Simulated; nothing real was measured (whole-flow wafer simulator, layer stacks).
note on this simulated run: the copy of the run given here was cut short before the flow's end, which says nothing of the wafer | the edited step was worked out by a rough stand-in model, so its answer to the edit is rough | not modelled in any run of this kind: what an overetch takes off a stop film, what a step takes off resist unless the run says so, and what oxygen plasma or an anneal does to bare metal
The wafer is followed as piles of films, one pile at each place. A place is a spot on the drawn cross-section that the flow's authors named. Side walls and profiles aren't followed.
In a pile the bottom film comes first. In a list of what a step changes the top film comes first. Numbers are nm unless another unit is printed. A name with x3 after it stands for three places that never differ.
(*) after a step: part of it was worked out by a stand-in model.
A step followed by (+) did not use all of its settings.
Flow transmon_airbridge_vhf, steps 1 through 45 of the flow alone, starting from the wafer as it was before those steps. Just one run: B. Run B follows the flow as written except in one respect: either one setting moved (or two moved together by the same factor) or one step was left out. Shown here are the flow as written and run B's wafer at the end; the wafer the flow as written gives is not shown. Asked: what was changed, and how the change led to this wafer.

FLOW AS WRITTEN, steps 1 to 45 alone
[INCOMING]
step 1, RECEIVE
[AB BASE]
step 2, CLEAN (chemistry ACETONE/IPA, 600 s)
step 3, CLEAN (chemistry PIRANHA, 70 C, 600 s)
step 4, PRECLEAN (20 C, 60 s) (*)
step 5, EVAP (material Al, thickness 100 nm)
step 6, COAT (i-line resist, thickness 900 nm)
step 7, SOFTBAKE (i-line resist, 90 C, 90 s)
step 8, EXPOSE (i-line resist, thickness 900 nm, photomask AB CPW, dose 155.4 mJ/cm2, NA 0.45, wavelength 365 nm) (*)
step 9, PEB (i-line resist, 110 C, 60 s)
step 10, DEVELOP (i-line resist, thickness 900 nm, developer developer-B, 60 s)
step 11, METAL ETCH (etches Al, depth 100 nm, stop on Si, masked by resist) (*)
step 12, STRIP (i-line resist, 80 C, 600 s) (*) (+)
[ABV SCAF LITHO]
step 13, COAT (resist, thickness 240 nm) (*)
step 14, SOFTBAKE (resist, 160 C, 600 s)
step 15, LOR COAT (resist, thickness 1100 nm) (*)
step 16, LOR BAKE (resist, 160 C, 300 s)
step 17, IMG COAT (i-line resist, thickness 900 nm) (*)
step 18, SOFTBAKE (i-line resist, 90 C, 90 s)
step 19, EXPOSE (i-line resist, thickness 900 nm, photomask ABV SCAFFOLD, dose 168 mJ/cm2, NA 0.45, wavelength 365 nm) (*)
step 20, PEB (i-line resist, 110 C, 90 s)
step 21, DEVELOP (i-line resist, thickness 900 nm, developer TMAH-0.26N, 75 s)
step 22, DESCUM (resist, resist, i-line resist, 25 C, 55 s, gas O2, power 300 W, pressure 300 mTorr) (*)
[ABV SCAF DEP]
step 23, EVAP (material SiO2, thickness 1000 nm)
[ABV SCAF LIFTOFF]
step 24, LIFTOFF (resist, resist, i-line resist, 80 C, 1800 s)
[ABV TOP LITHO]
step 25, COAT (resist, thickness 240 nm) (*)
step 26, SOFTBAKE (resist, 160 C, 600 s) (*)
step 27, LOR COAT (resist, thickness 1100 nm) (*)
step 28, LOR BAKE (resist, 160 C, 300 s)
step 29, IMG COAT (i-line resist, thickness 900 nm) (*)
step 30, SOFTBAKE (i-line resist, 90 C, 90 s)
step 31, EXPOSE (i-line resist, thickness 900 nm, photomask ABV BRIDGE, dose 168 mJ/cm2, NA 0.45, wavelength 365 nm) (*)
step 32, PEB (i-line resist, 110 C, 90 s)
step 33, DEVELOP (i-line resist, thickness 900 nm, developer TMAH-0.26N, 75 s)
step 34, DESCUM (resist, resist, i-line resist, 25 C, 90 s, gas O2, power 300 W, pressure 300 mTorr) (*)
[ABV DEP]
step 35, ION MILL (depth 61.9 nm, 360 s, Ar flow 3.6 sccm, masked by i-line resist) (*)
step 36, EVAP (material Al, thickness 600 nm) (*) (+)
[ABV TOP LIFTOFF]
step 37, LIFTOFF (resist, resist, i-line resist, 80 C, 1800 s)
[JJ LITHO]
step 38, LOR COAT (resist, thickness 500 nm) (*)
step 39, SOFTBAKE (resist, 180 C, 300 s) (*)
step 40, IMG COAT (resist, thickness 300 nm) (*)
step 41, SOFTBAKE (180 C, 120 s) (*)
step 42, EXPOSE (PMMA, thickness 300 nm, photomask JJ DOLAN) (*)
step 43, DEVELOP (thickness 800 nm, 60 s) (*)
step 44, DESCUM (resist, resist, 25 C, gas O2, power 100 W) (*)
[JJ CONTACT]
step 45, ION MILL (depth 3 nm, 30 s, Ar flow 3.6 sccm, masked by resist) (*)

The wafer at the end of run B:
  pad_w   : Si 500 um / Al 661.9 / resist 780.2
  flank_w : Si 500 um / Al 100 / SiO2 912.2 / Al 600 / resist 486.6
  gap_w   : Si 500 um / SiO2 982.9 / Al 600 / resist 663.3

Cause: step 35, ION MILL: 171 s was run, though the flow has 360 s.

Step by step, how the change led to this:
  step 35, ION MILL (depth 61.9 nm, 360 s, Ar flow 3.6 sccm, masked by i-line resist) (*)
      field x3, jj_line, ground_far, trace_open_s x2, margin_s, margin_n: -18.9 i-line resist (in the flow as written it would be: -39.7 i-line resist)
      flank_w, gap_w, cpw_trace, gap_e, flank_e, bridge_strip: -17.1 SiO2 (in the flow as written it would be: -36 SiO2)
      (as well as at 2 more places)
  step 37, LIFTOFF (resist, resist, i-line resist, 80 C, 1800 s)
      field x3, jj_line, trace_open_s x2: -600 Al (all of it), -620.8 i-line resist (all of it), -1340 resist (all of it) (in the flow as written it would be: -600 Al (all of it), -600 i-line resist (all of it), -1340 resist (all of it))
      margin_s, margin_n: -600 Al (all of it), -339.1 i-line resist (all of it), -992 resist (all of it) (in the flow as written it would be: -600 Al (all of it), -318.3 i-line resist (all of it), -992 resist (all of it))
      (as well as at 1 more place)
